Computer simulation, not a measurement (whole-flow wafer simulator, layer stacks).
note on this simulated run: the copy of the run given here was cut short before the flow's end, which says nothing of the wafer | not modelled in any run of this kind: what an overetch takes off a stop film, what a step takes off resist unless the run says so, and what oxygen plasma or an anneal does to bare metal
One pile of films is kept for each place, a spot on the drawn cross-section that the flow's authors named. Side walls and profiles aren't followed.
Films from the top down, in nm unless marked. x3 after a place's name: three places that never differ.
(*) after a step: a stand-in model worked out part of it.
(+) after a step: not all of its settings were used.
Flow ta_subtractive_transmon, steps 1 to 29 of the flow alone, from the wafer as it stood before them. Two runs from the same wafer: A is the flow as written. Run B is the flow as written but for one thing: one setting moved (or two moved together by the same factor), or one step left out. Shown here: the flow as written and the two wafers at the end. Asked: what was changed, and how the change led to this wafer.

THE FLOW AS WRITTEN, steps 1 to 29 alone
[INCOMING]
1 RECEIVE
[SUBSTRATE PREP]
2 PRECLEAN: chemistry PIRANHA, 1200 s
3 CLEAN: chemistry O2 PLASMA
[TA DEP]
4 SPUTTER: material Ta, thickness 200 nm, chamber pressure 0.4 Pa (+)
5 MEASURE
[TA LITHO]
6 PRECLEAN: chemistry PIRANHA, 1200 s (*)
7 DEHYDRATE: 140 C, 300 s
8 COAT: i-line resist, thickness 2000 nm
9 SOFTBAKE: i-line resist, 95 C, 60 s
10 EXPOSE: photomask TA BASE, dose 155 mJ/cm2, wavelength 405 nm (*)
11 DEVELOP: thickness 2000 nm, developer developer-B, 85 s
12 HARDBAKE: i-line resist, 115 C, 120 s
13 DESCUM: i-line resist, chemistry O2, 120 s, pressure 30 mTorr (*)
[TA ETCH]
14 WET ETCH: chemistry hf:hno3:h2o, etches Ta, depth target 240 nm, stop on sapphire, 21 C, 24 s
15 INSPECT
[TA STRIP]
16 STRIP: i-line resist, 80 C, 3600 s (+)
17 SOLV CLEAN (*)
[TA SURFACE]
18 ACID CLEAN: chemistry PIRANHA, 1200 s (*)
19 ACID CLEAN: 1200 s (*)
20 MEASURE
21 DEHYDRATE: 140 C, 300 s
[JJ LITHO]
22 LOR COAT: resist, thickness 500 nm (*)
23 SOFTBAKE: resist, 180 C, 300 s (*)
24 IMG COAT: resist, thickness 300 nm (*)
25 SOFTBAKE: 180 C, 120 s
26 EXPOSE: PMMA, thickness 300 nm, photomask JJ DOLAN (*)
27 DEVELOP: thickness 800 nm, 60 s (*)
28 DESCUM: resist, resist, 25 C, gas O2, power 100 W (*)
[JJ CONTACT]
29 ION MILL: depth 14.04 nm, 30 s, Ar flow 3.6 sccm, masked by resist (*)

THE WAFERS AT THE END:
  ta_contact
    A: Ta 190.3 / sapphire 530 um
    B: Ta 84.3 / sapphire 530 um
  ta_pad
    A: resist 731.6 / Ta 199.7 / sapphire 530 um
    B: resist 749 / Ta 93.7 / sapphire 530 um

The cause: step 4, SPUTTER: thickness 94 nm was run, where the flow has thickness 200 nm.

How the change led to this, step by step:
  4 SPUTTER: material Ta, thickness 200 nm, chamber pressure 0.4 Pa (+)
      field x2, jj_line, lead, ta_contact, ta_pad: A Ta +200 (new film) | B Ta +94 (new film)
  14 WET ETCH: chemistry hf:hno3:h2o, etches Ta, depth target 240 nm, stop on sapphire, 21 C, 24 s
      field x2, jj_line, lead: A Ta -200 (all of it) | B Ta -94 (all of it)
  22 LOR COAT: resist, thickness 500 nm (*)
      lead: A resist +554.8 (new film) | B resist +526.7 (new film)
      ta_contact: A resist +443.8 (new film) | B resist +472.3 (new film)
  24 IMG COAT: resist, thickness 300 nm (*)
      lead: A resist +312.6 | B resist +305.9
      ta_contact: A resist +287.4 | B resist +294.3
      (and at 1 more place)
  27 DEVELOP: thickness 800 nm, 60 s (*)
      lead: A resist -867.4 (all of it) | B resist -832.6 (all of it)
      ta_contact: A resist -731.2 (all of it) | B resist -766.6 (all of it)
